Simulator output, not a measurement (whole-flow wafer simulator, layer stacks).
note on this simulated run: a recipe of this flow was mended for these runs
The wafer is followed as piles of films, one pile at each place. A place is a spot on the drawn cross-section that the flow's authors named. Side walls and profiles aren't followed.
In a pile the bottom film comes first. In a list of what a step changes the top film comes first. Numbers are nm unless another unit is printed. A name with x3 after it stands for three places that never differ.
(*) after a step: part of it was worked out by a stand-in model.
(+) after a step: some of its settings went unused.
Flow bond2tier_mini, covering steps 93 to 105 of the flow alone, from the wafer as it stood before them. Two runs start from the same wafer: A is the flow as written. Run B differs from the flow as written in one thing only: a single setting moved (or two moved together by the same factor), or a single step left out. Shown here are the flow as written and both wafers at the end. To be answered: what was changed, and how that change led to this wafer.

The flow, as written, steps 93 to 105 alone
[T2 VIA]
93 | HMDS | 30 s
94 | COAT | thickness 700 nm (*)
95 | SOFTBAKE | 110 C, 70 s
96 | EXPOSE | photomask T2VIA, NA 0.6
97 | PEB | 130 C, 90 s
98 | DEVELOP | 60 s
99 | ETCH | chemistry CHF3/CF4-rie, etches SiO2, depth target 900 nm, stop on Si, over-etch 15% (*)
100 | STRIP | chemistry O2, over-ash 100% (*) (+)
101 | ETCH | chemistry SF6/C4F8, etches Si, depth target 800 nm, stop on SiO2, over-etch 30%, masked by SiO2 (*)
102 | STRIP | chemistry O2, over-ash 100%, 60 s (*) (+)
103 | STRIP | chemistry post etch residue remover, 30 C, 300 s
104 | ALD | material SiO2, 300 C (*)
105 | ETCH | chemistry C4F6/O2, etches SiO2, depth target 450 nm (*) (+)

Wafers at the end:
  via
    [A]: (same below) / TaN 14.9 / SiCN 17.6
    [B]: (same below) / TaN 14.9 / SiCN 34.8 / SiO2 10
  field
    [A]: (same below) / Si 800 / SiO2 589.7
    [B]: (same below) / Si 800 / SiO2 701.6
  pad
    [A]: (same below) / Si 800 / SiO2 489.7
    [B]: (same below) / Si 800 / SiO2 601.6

What caused this: step 105, ETCH: depth target 338.1 nm was run, while the flow as written has depth target 450 nm.

How this came from the change, step by step:
  105 | ETCH | chemistry C4F6/O2, etches SiO2, depth target 450 nm (*) (+)
      via: A SiO2 loses 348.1 (all of it), SiCN loses 17.2 | B SiO2 loses 338.1
      field, pad: A SiO2 loses 450 | B SiO2 loses 338.1
